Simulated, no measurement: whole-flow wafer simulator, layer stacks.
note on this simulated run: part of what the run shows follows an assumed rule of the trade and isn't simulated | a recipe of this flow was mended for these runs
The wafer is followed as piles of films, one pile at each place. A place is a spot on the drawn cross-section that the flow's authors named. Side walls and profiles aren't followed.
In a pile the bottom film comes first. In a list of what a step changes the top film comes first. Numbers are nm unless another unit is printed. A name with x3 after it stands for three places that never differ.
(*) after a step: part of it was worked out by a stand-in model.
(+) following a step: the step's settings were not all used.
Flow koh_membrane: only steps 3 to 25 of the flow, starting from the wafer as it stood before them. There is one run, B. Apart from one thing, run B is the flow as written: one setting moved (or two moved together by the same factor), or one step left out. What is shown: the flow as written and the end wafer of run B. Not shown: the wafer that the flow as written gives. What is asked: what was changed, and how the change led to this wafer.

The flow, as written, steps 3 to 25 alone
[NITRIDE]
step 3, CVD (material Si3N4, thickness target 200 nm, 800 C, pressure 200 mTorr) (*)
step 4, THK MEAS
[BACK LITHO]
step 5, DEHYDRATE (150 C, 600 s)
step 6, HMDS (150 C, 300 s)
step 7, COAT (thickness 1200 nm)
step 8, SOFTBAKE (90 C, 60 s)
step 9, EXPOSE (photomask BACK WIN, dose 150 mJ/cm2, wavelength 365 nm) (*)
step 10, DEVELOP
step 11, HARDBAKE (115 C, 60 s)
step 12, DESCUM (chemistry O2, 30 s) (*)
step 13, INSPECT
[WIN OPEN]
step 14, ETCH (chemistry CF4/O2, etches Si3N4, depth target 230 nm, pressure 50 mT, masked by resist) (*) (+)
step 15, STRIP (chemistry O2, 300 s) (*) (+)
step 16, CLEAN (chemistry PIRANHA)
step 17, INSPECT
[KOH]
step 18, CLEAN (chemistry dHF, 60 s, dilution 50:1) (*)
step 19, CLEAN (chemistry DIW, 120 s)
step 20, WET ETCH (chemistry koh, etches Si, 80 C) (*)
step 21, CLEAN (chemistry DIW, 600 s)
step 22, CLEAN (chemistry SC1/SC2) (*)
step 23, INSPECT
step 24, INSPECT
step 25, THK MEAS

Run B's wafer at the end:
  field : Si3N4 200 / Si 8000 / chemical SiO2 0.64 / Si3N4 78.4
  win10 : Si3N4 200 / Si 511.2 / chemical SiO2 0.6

Cause: step 3, CVD: thickness target 80 nm was run, though the flow has thickness target 200 nm.

The path from the change to this, step by step:
  step 3, CVD (material Si3N4, thickness target 200 nm, 800 C, pressure 200 mTorr) (*)
      field, win20 x4, win10: Si3N4 gains 80 (new film) (as written it would have been: Si3N4 gains 200 (new film))
  step 14, ETCH (chemistry CF4/O2, etches Si3N4, depth target 230 nm, pressure 50 mT, masked by resist) (*) (+)
      win20 x4, win10: Si3N4 loses 80 (all of it), chemical SiO2 loses 0.64 (all of it), Si loses 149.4 (as written it would have been: Si3N4 loses 200 (all of it), chemical SiO2 loses 0.64 (all of it), Si loses 29.4)
